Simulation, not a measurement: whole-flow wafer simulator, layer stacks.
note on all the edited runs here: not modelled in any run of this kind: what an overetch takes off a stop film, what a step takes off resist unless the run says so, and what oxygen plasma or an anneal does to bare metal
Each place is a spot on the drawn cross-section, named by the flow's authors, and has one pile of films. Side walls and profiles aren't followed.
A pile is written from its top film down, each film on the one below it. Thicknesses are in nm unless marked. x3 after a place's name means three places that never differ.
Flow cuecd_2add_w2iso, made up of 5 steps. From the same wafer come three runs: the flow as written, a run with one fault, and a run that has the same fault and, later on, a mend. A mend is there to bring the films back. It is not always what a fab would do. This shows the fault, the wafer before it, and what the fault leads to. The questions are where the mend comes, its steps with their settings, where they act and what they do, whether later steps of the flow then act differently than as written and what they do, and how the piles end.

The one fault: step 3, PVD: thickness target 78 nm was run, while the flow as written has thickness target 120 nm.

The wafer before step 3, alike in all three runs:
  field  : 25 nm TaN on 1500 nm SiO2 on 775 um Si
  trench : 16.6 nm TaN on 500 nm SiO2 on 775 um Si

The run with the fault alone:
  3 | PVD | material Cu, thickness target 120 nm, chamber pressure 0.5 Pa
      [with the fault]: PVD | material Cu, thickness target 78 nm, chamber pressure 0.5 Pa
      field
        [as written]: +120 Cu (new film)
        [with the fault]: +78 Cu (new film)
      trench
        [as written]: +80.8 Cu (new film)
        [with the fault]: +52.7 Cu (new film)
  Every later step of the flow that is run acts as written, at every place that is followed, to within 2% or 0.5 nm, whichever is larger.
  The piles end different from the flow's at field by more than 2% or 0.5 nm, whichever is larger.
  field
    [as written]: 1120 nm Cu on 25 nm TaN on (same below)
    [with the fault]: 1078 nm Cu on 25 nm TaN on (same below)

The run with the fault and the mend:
  The mend follows step 3.
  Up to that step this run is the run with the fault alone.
  3a | PVD | material Cu, thickness target 42 nm, chamber pressure 0.5 Pa (the flow's step 3 again, with other settings)
      field
        +42 Cu
      trench
        +27.7 Cu
  Every later step of the flow that is run acts as written, at every place that is followed, to within 2% or 0.5 nm, whichever is larger.
  By the end, the piles equal the flow's at every place that both follow.
